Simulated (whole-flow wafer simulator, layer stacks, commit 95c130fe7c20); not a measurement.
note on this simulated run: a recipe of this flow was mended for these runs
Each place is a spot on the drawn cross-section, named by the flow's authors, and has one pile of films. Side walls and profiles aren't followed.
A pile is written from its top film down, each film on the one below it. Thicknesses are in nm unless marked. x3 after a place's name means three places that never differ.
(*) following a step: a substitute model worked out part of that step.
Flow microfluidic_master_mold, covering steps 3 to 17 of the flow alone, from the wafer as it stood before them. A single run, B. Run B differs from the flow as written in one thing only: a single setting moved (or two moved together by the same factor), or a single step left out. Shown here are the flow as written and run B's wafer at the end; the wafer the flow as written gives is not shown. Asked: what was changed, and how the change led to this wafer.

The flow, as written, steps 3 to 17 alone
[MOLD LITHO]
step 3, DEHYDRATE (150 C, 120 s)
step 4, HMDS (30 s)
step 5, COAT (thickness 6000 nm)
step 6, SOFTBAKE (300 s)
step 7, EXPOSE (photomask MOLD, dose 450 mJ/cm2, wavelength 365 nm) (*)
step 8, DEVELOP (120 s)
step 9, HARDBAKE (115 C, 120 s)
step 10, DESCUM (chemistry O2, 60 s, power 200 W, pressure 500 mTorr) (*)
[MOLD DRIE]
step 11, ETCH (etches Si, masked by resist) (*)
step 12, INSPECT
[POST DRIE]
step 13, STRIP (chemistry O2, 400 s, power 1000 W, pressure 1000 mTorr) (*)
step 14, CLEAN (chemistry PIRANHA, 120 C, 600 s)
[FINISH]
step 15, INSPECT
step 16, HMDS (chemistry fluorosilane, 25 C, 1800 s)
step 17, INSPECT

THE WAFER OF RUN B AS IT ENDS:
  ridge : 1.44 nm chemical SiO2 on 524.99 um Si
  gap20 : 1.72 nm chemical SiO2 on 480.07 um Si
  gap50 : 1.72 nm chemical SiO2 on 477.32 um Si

Cause: step 5, COAT: thickness 5241 nm was run, while the flow as written has thickness 6000 nm.

The path from the change to this, step by step:
  step 5, COAT (thickness 6000 nm)
      ridge, gap20, gap50, gap200 x2: thick-i-line-resist gains 5241 (new film) (it would be, as written: thick-i-line-resist gains 6000 (new film))
  step 8, DEVELOP (120 s)
      gap20, gap50, gap200 x2: thick-i-line-resist loses 5241 (all of it) (it would be, as written: thick-i-line-resist loses 6000 (all of it))
  step 9, HARDBAKE (115 C, 120 s)
      ridge: thick-i-line-resist loses 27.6 (it would be, as written: thick-i-line-resist loses 33.5)
  step 11, ETCH (etches Si, masked by resist) (*)
      gap20: chemical SiO2 loses 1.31 (all of it), Si loses 44.93 um (it would be, as written: chemical SiO2 loses 1.31 (all of it), Si loses 44.81 um)
      gap50: chemical SiO2 loses 1.31 (all of it), Si loses 47.68 um (it would be, as written: chemical SiO2 loses 1.31 (all of it), Si loses 47.62 um)
  step 13, STRIP (chemistry O2, 400 s, power 1000 W, pressure 1000 mTorr) (*)
      ridge: thick-i-line-resist loses 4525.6 (all of it), chemical SiO2 gains 0.84, Si loses 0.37 (it would be, as written: thick-i-line-resist loses 5278.7 (all of it), chemical SiO2 gains 0.78, Si loses 0.34)
